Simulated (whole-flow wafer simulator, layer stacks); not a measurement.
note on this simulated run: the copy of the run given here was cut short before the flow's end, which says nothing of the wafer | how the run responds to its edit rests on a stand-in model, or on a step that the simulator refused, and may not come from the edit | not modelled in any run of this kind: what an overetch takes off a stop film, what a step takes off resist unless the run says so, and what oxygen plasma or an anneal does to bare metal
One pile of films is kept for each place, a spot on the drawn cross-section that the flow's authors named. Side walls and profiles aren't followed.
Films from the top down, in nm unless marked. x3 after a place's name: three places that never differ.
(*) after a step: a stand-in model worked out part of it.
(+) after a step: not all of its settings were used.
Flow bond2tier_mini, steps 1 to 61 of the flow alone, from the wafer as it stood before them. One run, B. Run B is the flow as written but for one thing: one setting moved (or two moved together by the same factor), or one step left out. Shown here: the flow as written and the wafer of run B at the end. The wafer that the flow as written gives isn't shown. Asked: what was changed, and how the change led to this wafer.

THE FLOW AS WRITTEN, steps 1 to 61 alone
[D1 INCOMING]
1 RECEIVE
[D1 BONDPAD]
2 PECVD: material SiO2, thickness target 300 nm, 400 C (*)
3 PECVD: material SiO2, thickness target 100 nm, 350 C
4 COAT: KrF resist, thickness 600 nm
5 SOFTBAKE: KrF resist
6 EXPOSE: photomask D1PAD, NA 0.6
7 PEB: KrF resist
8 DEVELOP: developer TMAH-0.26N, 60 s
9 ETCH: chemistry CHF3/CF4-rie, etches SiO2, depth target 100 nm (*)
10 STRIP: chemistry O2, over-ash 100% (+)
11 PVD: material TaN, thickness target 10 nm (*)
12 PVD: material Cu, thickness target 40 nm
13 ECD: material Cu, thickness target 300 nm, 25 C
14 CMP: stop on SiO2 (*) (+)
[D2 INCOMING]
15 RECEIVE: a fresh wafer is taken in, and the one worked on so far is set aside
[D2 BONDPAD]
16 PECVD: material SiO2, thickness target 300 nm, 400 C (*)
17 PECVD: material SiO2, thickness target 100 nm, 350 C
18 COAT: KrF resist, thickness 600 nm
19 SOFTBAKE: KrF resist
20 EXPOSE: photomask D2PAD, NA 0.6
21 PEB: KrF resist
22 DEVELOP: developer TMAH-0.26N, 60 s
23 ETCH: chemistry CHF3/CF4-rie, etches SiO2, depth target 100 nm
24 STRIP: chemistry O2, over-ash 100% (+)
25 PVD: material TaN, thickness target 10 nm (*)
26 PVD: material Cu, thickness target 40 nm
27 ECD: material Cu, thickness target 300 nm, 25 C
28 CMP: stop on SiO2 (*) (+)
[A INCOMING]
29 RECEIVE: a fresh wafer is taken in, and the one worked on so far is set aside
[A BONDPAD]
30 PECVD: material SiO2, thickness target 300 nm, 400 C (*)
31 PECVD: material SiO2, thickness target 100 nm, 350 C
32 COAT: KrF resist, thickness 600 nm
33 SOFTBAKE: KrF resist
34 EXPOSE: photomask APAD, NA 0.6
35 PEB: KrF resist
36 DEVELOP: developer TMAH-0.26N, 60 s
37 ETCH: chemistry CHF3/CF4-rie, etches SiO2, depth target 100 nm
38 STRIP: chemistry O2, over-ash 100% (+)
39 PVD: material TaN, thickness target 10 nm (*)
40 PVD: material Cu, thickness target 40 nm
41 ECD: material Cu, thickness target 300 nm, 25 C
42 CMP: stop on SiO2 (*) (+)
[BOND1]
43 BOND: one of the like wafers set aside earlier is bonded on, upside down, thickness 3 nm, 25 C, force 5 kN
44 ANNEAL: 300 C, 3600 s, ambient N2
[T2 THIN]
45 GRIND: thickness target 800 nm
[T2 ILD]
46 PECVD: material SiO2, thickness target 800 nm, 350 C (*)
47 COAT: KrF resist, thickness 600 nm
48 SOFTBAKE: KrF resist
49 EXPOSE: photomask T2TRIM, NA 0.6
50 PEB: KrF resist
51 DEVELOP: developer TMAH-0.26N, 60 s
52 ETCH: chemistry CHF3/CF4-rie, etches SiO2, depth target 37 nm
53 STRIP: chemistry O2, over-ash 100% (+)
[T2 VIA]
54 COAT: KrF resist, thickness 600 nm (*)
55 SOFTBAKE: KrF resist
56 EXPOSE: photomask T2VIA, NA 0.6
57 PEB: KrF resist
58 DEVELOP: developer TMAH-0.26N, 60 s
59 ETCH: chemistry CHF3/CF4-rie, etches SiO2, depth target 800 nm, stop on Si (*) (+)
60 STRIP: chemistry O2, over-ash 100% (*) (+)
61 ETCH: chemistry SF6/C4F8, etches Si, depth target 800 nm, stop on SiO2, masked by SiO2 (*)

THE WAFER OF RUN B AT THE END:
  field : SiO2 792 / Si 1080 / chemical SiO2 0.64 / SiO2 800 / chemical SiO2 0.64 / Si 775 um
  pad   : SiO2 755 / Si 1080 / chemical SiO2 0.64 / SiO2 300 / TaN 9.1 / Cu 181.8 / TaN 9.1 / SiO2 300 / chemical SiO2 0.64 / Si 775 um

The cause: step 45, GRIND: thickness target 1080 nm was run, where the flow has thickness target 800 nm.
It can be read off the wafer: field has Si 1080, and step 45 as written asks for 800 nm.

How the change led to this, step by step:
  45 GRIND: thickness target 800 nm
      field, pad, via: Si -773.92 um (as written it would be: Si -774.2 um)
